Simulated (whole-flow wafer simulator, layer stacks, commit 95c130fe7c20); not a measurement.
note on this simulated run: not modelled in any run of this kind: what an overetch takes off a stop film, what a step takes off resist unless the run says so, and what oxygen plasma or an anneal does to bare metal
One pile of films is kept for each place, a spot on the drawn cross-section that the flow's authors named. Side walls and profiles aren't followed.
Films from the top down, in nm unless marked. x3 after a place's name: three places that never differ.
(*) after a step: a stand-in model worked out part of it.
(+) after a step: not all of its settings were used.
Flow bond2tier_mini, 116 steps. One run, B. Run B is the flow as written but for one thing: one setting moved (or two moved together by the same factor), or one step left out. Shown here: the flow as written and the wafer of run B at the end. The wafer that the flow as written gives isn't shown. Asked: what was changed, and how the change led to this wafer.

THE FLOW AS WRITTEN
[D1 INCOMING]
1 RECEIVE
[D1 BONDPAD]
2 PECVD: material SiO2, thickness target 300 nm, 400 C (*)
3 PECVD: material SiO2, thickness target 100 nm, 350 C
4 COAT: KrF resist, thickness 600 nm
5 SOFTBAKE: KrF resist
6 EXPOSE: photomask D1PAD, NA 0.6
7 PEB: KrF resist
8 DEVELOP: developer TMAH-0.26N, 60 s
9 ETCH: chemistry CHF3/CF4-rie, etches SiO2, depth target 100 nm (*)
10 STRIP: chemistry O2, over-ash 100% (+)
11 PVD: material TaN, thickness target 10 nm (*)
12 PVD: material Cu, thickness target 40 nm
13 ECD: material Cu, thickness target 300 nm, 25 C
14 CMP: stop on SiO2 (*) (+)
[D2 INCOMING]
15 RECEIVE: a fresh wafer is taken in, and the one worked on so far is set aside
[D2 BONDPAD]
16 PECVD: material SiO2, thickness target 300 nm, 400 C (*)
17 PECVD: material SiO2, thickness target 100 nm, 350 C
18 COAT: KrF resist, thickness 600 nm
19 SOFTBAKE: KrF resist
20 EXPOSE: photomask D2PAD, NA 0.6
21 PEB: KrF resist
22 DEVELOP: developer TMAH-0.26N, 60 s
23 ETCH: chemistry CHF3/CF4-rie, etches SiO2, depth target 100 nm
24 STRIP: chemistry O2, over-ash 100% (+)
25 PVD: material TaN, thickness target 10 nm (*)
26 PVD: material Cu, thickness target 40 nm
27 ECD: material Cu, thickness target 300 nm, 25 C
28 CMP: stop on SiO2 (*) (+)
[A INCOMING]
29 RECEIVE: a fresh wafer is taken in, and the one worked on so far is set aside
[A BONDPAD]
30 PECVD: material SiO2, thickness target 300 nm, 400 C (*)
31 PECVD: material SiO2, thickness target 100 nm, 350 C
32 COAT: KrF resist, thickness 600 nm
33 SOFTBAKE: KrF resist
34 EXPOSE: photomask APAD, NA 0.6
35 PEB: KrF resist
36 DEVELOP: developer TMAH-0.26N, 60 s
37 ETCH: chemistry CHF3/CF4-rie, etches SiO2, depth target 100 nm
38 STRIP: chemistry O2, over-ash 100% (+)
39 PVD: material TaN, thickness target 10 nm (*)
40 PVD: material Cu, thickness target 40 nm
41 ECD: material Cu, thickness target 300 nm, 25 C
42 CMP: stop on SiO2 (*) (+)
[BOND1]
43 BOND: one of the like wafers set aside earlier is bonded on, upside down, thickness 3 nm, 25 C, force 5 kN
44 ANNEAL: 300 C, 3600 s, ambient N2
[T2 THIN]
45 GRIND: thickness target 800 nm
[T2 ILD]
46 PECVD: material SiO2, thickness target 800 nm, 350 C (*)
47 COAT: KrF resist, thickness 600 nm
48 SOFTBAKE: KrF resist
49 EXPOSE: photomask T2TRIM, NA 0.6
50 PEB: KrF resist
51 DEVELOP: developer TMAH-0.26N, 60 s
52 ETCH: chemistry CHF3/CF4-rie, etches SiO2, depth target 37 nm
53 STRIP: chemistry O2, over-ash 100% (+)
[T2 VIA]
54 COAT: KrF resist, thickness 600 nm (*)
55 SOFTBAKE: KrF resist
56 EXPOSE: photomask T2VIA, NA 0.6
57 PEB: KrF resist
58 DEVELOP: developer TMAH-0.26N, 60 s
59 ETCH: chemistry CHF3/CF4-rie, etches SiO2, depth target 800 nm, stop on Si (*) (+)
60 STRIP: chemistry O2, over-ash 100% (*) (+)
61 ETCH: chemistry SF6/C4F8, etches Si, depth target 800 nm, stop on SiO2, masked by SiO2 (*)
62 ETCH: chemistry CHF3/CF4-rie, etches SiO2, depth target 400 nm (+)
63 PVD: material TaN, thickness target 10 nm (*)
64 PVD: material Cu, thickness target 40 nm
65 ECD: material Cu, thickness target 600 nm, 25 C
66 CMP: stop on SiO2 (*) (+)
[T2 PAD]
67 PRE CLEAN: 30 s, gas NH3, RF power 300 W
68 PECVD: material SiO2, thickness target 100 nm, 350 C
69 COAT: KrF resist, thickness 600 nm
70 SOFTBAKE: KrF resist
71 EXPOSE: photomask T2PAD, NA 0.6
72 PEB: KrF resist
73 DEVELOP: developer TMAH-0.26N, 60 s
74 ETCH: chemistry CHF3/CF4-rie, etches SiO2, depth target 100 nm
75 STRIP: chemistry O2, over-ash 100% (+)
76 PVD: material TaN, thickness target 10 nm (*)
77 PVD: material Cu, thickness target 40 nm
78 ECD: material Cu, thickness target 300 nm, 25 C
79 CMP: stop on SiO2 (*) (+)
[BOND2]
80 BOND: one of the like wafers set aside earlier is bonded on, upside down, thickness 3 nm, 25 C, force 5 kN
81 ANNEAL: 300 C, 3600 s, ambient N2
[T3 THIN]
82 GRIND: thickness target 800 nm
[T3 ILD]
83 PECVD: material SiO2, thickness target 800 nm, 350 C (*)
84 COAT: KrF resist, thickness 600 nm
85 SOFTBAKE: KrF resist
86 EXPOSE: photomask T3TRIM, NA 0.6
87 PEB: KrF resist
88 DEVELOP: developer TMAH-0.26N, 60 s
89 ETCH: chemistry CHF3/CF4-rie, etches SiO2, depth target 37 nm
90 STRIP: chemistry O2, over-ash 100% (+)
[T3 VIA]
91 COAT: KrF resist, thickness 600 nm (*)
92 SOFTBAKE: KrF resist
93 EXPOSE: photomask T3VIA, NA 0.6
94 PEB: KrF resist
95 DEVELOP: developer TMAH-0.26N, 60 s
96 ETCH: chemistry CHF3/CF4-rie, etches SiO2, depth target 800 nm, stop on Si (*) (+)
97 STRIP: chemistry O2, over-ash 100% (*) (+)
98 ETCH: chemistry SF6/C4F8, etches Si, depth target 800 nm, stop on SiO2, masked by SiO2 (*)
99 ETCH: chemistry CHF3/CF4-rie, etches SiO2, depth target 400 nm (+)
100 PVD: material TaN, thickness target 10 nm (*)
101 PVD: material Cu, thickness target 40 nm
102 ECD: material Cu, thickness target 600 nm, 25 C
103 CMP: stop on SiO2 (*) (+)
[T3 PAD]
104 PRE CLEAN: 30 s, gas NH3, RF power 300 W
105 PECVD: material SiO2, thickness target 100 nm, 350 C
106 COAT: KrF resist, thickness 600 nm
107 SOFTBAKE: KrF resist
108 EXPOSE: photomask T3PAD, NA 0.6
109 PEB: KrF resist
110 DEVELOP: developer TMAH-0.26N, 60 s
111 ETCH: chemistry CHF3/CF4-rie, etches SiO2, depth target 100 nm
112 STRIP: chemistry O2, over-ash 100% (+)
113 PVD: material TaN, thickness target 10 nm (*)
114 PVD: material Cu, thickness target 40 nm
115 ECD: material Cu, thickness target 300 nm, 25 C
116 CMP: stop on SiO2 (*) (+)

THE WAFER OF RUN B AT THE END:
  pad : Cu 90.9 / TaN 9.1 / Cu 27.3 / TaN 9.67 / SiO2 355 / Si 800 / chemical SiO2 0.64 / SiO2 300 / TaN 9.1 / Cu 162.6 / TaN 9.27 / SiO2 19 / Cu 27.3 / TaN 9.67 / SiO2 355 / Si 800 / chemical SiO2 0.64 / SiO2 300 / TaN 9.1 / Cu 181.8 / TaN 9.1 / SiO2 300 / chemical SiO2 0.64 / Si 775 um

The cause: step 74, ETCH: depth target 81 nm was run, where the flow has depth target 100 nm.

How the change led to this, step by step:
  74 ETCH: chemistry CHF3/CF4-rie, etches SiO2, depth target 100 nm
      pad: SiO2 -81 (as written it would be: SiO2 -100 (all of it))
      field: KrF resist -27 (as written it would be: KrF resist -33.3)
  78 ECD: material Cu, thickness target 300 nm, 25 C
      pad: Cu +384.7 (as written it would be: Cu +404.5)
Counting metal films that touch as one body, pad has 4 bodies (between them, from the top down: SiO2 355 / Si 800 / chemical SiO2 0.64 / SiO2 300; SiO2 19; SiO2 355 / Si 800 / chemical SiO2 0.64 / SiO2 300); the flow as written gives 3 bodies (between them, from the top down: SiO2 355 / Si 800 / chemical SiO2 0.64 / SiO2 300; SiO2 355 / Si 800 / chemical SiO2 0.64 / SiO2 300).
